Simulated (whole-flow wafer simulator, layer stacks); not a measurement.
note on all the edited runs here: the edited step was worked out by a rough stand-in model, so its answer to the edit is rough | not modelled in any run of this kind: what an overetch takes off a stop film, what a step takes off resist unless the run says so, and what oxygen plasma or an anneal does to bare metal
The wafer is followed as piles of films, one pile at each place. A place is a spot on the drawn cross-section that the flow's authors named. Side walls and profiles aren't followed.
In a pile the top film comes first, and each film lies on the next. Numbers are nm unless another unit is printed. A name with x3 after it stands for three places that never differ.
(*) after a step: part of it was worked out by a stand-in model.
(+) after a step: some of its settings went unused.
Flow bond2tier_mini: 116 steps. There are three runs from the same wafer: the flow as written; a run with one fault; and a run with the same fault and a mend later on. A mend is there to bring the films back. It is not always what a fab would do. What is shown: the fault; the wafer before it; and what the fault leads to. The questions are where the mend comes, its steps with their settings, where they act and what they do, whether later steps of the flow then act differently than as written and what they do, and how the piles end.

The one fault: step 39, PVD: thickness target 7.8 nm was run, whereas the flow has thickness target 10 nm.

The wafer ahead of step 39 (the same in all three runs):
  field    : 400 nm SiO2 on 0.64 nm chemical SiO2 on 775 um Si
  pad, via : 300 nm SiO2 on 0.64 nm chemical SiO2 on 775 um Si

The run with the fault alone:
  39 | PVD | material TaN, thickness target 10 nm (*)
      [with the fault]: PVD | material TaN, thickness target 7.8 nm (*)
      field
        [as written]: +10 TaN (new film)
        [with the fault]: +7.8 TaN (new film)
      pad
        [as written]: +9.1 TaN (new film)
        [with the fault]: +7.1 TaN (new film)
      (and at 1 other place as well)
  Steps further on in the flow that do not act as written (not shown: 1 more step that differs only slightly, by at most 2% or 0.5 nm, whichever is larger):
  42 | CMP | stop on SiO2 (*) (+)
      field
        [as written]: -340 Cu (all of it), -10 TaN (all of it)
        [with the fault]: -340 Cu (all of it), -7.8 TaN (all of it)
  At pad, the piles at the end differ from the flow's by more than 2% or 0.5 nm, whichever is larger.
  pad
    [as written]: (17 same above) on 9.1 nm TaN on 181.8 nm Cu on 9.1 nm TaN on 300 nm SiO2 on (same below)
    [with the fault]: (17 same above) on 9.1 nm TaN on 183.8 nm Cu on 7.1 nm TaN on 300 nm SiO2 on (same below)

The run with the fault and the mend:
  The mend follows step 39.
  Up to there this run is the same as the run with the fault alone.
  39a | PVD | material TaN, thickness target 2.2 nm (*) (the flow's step 39, run once more with other settings)
      field
        +2.2 TaN
      pad
        +2 TaN
      via
        +2.19 TaN
  None of the later steps of the flow acts differently than as written at any place that is followed.
  By the end, the piles equal the flow's at every place that both follow.
